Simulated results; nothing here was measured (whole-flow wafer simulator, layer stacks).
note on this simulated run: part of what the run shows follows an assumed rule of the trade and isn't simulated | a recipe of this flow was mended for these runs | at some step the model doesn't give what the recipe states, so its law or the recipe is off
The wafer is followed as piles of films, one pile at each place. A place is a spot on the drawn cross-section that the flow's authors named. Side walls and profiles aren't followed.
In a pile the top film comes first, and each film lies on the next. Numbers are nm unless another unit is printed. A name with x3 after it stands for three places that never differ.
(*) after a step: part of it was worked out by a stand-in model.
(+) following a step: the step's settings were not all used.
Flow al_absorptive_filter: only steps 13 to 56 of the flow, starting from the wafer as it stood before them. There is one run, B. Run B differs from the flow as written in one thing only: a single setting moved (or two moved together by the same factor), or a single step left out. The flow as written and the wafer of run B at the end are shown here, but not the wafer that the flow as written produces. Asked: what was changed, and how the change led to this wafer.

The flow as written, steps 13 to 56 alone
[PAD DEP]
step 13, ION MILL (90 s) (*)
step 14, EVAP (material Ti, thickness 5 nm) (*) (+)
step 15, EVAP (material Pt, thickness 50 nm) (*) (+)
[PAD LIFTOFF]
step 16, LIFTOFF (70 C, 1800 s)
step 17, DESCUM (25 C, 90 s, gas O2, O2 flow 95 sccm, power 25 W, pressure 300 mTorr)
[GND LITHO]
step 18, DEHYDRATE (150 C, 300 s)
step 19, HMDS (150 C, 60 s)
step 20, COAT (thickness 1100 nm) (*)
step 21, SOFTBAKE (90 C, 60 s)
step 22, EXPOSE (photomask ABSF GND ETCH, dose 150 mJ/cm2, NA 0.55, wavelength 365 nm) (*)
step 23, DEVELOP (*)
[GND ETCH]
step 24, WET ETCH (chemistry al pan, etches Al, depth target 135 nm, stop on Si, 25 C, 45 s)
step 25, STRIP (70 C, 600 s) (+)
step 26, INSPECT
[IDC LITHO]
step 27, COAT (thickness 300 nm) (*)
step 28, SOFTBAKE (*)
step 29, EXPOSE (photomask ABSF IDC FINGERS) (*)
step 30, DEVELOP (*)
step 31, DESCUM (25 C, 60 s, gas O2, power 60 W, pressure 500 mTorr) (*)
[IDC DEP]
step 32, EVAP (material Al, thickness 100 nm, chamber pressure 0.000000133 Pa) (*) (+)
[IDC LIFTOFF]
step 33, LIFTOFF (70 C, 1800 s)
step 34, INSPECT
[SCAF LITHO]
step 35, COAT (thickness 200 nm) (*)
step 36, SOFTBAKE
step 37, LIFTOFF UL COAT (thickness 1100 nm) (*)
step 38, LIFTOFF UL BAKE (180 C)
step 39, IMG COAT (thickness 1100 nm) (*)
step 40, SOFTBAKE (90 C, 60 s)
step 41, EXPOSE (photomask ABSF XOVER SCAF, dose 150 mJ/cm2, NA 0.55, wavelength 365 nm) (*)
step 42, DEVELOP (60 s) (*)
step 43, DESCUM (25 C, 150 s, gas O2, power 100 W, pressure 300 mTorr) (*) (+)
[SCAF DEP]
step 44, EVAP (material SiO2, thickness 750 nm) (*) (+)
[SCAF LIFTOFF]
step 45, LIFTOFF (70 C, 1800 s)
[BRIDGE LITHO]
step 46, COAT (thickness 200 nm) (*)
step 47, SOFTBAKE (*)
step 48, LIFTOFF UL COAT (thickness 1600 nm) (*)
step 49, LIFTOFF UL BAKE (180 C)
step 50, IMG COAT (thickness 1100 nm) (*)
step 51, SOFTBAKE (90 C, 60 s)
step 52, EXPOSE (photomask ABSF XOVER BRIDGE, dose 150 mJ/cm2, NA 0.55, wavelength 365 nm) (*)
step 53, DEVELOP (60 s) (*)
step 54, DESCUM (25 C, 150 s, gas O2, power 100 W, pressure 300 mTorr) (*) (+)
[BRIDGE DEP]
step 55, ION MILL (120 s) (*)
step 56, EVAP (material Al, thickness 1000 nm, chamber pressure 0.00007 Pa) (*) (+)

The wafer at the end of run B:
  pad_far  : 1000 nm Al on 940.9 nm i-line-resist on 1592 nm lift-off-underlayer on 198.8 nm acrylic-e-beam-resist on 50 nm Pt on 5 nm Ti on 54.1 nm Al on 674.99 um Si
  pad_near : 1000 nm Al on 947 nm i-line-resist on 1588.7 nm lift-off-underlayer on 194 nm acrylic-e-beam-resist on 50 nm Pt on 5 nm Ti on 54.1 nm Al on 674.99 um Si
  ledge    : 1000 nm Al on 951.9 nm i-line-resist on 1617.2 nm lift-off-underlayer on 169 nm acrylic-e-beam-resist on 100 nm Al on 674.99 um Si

Cause: step 13, ION MILL: 97 s was run, though the flow has 90 s.

How this came from the change, step by step:
  step 13, ION MILL (90 s) (*)
      gnd, ledge, res and 9 more: i-line-resist loses 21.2 (as written it would have been: i-line-resist loses 19.6)
      pad_far, pad_near: Al loses 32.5 (as written it would have been: Al loses 30.2)
